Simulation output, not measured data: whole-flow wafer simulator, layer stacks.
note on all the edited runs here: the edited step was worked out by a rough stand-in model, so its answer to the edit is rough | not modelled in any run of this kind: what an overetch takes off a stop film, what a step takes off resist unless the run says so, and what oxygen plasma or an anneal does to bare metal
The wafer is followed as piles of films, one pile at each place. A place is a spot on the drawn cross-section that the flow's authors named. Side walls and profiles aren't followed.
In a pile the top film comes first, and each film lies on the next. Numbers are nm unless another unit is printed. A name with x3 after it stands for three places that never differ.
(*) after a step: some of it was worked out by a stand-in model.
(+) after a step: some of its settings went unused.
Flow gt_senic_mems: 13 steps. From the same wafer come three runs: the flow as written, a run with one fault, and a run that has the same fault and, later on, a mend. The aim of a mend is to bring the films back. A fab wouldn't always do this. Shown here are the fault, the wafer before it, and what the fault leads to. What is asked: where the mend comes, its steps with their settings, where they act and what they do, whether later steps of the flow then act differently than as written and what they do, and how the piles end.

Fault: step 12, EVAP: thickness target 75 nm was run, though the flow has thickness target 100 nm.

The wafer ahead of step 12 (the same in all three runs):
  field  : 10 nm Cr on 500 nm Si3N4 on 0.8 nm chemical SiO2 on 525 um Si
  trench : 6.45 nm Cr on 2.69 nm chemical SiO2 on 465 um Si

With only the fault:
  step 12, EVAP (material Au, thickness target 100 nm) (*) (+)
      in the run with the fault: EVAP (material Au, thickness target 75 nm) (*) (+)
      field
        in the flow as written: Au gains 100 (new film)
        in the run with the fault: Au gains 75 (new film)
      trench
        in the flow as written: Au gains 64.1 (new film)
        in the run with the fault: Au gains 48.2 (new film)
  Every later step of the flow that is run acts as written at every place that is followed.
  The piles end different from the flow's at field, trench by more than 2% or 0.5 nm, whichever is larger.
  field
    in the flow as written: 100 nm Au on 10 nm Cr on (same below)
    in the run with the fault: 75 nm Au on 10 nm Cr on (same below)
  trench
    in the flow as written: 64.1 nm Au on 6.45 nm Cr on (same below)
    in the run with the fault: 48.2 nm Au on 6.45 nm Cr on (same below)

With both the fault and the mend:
  After step 13 comes the mend.
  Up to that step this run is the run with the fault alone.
  step 13a, EVAP (material Au, thickness target 25 nm) (*) (+) (the flow's step 12 again, with other settings)
      field
        Au gains 25
      trench
        Au gains 16.1
  Every later step of the flow that is run acts as written at every place that is followed.
  When the end is reached, the piles differ only a little from the flow's at the places that both follow, at most by 2% or 0.5 nm, whichever is larger.
